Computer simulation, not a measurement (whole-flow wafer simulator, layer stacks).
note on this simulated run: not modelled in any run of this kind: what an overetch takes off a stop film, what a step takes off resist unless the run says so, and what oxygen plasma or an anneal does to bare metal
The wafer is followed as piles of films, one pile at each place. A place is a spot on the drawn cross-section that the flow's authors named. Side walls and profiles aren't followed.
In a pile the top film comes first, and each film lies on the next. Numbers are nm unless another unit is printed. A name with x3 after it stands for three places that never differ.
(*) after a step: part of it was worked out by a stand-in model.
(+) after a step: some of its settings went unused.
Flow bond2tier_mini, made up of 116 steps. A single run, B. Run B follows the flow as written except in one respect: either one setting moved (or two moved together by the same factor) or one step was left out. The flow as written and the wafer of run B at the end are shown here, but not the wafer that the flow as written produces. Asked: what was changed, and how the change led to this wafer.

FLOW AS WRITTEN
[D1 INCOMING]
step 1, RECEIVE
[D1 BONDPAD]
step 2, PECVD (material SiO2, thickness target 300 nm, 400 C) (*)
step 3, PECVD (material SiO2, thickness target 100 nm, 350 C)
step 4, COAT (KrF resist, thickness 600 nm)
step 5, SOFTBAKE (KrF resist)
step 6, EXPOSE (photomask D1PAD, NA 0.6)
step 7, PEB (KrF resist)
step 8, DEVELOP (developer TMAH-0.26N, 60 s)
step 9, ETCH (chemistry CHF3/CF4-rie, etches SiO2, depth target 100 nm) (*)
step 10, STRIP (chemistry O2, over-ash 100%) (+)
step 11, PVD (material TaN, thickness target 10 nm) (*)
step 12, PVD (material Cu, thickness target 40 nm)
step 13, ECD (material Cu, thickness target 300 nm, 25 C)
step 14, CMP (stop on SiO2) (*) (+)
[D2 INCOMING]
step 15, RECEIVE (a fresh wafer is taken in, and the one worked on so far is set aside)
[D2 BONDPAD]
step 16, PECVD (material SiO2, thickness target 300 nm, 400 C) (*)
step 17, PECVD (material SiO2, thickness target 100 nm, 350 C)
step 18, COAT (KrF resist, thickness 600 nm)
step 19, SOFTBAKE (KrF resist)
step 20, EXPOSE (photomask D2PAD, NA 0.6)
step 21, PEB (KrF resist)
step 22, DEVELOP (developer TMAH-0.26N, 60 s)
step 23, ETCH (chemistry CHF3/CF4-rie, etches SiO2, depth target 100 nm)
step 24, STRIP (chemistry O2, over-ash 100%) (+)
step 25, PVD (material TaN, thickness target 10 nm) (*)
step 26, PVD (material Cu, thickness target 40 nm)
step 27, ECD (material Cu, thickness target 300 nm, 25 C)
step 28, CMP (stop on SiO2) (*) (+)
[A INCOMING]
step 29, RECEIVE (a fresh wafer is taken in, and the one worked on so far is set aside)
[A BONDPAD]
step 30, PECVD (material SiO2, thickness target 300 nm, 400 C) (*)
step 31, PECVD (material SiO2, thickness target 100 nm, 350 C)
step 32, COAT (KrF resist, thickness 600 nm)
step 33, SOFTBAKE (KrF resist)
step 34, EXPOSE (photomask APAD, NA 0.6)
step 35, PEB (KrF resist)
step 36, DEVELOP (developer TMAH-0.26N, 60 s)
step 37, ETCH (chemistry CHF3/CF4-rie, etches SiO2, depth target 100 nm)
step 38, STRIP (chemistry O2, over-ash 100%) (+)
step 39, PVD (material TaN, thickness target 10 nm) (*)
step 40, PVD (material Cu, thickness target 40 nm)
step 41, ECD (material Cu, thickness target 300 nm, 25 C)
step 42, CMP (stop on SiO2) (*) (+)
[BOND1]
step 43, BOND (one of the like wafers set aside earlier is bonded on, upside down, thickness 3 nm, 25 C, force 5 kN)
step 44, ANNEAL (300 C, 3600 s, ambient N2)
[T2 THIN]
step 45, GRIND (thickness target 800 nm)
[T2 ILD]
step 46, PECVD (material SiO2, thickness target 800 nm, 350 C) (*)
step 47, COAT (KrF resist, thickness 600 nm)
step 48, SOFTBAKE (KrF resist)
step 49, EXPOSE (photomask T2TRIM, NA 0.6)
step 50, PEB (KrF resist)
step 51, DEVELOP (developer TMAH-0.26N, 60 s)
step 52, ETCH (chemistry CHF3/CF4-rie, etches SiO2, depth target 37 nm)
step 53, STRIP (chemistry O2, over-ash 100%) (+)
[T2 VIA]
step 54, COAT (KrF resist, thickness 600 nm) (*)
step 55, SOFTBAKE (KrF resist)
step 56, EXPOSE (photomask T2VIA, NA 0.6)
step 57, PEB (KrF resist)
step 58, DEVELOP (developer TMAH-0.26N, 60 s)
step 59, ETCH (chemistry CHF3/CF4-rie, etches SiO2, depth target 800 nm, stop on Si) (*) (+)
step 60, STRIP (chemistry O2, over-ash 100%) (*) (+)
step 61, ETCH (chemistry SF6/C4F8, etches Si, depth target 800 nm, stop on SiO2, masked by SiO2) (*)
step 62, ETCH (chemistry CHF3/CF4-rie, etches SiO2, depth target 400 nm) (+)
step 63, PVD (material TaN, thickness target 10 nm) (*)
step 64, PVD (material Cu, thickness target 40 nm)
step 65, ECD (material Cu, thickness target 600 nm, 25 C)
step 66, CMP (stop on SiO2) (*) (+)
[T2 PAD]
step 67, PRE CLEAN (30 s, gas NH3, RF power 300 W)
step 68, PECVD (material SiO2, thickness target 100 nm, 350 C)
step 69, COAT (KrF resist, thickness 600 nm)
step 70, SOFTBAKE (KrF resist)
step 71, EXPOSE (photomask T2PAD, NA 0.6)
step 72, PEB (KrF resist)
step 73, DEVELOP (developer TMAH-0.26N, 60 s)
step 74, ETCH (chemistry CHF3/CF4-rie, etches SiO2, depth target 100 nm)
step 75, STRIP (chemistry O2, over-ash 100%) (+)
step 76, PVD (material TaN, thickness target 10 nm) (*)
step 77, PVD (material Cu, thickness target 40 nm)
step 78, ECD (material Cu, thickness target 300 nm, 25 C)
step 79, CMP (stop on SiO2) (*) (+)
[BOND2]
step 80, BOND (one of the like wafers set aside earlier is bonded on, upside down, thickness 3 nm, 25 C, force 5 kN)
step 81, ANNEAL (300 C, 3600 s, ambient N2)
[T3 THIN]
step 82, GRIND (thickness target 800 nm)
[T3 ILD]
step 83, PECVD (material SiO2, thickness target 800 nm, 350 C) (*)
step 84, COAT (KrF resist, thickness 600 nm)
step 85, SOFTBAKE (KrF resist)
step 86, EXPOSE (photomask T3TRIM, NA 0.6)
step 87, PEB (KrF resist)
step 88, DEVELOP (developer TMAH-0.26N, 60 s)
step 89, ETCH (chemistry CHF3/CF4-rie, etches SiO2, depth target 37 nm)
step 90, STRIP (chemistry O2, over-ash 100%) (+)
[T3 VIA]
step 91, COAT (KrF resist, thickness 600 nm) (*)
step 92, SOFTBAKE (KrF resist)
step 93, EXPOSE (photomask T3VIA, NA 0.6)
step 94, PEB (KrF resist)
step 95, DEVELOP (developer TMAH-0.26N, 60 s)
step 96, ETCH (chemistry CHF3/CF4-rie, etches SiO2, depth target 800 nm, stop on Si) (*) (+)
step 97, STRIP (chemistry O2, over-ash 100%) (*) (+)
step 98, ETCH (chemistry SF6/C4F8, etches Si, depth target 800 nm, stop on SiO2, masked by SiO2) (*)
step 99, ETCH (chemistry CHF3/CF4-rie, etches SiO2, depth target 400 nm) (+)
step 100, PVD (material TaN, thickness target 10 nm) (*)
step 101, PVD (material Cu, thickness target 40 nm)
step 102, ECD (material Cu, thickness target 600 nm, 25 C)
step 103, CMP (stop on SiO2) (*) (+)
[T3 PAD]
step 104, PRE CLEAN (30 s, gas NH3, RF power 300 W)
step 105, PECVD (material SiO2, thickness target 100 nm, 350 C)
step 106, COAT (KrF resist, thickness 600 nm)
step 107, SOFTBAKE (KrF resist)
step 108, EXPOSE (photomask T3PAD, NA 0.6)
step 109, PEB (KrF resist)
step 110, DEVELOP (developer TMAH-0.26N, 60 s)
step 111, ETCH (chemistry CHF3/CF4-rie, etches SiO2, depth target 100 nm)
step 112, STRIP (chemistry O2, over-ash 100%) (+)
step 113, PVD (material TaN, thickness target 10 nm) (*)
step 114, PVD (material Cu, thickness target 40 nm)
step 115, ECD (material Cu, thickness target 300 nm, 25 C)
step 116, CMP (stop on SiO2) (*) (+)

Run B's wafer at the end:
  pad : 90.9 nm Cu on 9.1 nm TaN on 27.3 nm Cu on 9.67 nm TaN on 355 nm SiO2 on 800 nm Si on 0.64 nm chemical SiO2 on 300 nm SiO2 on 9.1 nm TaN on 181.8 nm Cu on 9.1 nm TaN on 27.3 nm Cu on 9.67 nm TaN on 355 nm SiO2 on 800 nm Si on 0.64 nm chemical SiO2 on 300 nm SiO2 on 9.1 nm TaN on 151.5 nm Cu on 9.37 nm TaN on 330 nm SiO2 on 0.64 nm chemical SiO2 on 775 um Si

What caused this: step 37, ETCH: depth target 70 nm was run, while the flow as written has depth target 100 nm.

How this came from the change, step by step:
  step 37, ETCH (chemistry CHF3/CF4-rie, etches SiO2, depth target 100 nm)
      pad, via: SiO2 loses 70 (as written it would have been: SiO2 loses 100)
      field: KrF resist loses 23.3 (as written it would have been: KrF resist loses 33.3)
  step 40, PVD (material Cu, thickness target 40 nm)
      pad: Cu gains 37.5 (new film) (as written it would have been: Cu gains 36.4 (new film))
  step 41, ECD (material Cu, thickness target 300 nm, 25 C)
      pad: Cu gains 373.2 (as written it would have been: Cu gains 404.5)
      via: Cu gains 370.1 (as written it would have been: Cu gains 400.2)
